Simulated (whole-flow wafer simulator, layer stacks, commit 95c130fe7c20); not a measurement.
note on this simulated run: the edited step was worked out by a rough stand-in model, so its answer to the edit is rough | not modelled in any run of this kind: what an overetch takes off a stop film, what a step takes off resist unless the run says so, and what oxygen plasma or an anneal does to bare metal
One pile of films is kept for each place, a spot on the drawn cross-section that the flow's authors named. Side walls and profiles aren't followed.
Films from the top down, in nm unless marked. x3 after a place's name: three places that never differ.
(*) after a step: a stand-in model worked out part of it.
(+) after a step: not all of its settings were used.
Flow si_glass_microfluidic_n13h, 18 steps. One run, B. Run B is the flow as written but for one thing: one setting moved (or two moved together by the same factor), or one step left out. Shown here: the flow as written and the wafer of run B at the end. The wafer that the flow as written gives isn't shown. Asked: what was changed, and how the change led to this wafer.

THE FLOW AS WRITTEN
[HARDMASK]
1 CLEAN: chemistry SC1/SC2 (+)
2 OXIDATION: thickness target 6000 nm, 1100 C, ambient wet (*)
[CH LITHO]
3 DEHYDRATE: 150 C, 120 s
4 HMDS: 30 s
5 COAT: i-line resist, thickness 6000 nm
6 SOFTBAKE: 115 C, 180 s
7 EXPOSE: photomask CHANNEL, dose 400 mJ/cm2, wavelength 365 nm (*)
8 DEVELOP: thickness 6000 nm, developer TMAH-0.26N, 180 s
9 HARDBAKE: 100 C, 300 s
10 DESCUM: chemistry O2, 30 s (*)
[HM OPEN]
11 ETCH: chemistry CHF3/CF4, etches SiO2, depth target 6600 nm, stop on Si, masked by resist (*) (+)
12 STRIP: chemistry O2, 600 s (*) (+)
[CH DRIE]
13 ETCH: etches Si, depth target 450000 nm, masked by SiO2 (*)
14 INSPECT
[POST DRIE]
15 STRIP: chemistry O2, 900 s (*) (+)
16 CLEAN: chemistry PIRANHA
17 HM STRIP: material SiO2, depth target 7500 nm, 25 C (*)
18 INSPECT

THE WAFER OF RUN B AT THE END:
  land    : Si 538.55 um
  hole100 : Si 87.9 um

The cause: step 2, OXIDATION: thickness target 3300 nm was run, where the flow has thickness target 6000 nm.

How the change led to this, step by step:
  2 OXIDATION: thickness target 6000 nm, 1100 C, ambient wet (*)
      land, hole100: SiO2 +3300 (new film), chemical SiO2 -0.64 (all of it), Si -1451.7 (as written it would be: SiO2 +6000 (new film), chemical SiO2 -0.64 (all of it), Si -2639.7)
  11 ETCH: chemistry CHF3/CF4, etches SiO2, depth target 6600 nm, stop on Si, masked by resist (*) (+)
      land: i-line resist -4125 (as written it would be: i-line resist -5500)
      hole100: SiO2 -3300 (all of it) (as written it would be: SiO2 -6000 (all of it))
  12 STRIP: chemistry O2, 600 s (*) (+)
      land: i-line resist -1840 (all of it) (as written it would be: i-line resist -465 (all of it))
  17 HM STRIP: material SiO2, depth target 7500 nm, 25 C (*)
      land: SiO2 -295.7 (all of it) (as written it would be: SiO2 -2995.7 (all of it))
